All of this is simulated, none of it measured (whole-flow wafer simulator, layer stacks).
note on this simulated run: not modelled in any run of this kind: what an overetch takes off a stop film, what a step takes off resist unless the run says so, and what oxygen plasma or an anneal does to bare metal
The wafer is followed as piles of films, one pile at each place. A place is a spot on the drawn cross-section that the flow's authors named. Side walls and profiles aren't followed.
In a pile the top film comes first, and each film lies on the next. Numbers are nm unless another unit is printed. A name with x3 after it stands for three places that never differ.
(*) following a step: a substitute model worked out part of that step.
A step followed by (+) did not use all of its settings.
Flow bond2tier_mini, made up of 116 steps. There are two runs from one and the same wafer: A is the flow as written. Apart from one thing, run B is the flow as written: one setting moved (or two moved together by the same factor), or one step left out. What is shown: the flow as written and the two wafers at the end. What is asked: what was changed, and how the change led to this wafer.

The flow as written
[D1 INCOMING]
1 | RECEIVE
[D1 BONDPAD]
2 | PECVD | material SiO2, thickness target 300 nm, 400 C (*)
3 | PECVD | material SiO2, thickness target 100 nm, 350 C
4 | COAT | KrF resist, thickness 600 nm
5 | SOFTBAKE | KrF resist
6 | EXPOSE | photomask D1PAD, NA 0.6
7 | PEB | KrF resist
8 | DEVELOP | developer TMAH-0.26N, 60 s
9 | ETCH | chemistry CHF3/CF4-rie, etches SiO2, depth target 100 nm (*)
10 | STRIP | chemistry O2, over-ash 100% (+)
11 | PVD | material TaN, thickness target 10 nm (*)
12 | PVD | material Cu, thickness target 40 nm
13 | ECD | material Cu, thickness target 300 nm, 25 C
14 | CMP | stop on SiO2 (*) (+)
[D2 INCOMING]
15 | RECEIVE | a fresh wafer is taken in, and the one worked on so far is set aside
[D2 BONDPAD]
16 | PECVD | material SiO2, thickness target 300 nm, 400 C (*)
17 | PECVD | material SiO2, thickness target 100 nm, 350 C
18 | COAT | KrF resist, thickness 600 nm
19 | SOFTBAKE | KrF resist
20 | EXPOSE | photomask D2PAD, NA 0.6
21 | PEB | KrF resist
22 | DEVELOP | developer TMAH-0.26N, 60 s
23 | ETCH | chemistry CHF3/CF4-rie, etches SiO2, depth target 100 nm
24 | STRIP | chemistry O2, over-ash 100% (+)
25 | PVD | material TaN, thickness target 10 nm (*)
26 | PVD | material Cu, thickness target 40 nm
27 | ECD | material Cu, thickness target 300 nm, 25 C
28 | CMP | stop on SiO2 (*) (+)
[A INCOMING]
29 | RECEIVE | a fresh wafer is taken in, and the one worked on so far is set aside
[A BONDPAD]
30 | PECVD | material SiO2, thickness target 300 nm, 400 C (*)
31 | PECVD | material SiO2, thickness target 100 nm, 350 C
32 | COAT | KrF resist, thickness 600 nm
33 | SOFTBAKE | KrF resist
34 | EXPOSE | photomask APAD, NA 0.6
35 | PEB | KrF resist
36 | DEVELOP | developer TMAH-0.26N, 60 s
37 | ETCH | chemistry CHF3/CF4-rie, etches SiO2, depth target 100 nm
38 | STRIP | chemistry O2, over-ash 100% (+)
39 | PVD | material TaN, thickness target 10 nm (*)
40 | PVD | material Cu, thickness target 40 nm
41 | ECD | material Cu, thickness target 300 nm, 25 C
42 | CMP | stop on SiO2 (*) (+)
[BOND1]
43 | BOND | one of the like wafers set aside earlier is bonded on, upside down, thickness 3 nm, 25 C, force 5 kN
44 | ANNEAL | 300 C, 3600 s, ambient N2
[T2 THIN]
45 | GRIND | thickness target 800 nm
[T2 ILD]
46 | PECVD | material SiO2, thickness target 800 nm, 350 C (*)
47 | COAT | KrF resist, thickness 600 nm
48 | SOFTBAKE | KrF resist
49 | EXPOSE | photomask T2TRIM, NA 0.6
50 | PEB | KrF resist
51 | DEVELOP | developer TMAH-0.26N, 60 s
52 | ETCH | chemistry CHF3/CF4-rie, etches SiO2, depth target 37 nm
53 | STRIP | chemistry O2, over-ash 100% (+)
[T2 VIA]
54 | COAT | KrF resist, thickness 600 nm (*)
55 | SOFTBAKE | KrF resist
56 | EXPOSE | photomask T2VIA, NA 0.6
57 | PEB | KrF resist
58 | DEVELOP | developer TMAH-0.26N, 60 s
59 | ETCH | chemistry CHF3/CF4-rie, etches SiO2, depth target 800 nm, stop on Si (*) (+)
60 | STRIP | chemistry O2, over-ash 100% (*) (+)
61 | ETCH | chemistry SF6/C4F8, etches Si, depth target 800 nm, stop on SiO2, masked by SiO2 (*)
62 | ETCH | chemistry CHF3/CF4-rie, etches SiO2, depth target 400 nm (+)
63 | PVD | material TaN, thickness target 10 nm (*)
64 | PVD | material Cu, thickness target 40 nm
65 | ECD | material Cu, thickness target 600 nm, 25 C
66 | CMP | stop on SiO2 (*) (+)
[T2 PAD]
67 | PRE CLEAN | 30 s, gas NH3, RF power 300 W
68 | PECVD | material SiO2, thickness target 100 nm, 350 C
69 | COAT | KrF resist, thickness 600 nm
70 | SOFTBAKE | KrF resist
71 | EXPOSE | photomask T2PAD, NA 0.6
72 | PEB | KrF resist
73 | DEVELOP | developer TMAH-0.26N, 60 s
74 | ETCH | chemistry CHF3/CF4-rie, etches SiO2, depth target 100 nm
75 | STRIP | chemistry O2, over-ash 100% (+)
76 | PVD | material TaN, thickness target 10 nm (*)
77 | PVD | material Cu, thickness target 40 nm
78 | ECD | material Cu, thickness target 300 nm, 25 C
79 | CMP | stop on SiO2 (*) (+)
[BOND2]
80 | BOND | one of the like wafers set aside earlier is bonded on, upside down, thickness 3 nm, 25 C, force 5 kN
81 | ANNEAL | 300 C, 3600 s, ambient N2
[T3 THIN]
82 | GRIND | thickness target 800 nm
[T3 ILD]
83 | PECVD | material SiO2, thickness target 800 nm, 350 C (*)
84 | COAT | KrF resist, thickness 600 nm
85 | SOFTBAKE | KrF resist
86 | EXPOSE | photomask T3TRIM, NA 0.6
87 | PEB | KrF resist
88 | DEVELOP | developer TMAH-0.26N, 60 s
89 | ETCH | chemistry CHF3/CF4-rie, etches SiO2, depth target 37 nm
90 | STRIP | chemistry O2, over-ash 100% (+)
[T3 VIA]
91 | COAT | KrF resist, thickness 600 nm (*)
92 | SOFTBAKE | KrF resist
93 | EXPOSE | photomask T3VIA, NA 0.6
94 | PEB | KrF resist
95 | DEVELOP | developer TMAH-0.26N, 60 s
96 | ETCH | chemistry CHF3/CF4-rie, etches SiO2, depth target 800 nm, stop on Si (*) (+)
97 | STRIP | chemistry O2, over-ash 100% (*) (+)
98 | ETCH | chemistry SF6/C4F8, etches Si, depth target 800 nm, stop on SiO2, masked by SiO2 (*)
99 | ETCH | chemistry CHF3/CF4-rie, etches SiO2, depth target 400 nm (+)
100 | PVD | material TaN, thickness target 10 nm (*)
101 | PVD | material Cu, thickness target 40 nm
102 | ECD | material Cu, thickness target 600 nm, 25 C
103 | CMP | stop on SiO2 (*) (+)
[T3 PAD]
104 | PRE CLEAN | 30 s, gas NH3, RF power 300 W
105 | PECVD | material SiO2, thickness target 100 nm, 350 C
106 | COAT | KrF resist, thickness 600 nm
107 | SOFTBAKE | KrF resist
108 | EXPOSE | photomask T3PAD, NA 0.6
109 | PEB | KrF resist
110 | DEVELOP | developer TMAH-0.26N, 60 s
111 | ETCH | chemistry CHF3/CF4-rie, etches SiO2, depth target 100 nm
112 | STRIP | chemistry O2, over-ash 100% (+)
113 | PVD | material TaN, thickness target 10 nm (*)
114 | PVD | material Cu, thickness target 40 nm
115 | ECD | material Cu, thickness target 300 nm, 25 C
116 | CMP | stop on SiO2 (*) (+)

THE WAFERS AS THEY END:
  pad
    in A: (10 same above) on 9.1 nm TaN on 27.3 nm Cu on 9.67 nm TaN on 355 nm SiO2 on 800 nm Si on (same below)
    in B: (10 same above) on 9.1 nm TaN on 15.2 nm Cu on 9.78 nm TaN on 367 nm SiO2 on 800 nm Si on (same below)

What caused this: step 52, ETCH: depth target 25 nm was run, though the flow has depth target 37 nm.

Step by step, how the change led to this:
  52 | ETCH | chemistry CHF3/CF4-rie, etches SiO2, depth target 37 nm
      pad, via: A SiO2 loses 37 | B SiO2 loses 25
      field: A KrF resist loses 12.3 | B KrF resist loses 8.33
